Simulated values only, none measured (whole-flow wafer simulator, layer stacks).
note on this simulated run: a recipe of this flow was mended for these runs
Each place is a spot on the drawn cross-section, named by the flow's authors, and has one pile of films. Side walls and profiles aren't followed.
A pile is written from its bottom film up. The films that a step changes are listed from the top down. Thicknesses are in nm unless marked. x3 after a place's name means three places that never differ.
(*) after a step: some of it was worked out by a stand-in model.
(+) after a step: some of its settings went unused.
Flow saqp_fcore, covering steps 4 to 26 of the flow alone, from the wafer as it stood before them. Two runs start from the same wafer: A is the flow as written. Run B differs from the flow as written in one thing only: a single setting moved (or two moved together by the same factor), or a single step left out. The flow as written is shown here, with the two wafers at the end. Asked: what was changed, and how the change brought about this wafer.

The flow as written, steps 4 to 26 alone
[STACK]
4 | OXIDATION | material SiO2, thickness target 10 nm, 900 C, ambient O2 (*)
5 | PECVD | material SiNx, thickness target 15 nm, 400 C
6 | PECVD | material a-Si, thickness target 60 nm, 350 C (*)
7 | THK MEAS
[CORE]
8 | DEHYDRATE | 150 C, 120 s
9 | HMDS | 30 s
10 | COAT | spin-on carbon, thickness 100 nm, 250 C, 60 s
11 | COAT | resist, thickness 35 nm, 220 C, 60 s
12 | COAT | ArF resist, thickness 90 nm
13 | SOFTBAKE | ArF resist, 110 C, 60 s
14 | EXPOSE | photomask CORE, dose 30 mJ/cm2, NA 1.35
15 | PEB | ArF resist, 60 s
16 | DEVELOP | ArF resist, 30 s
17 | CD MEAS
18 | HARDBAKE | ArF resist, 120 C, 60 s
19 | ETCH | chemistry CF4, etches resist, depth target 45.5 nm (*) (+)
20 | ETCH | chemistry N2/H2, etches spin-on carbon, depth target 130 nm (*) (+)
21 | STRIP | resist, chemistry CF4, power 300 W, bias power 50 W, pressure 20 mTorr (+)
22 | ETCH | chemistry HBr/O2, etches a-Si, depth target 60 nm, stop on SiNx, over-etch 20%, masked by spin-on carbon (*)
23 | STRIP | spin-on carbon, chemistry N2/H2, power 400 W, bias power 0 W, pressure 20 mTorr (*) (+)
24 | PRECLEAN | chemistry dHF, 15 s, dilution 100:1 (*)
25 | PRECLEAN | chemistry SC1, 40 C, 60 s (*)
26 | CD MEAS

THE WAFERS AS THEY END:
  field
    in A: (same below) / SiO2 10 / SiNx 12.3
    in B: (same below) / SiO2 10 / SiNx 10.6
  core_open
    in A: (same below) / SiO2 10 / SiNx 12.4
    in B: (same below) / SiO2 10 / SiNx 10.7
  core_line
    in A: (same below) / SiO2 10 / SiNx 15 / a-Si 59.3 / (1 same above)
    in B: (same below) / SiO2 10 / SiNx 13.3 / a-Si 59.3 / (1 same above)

What caused this: step 5, PECVD: thickness target 13.3 nm was run, whereas the flow has thickness target 15 nm.
One can read it off the wafer: core_line has SiNx 13.3, and step 5 as written asks for 15 nm.

The path from the change to this, step by step:
  5 | PECVD | material SiNx, thickness target 15 nm, 400 C
      field, core_open, core_line: A +15 SiNx (new film) | B +13.3 SiNx (new film)
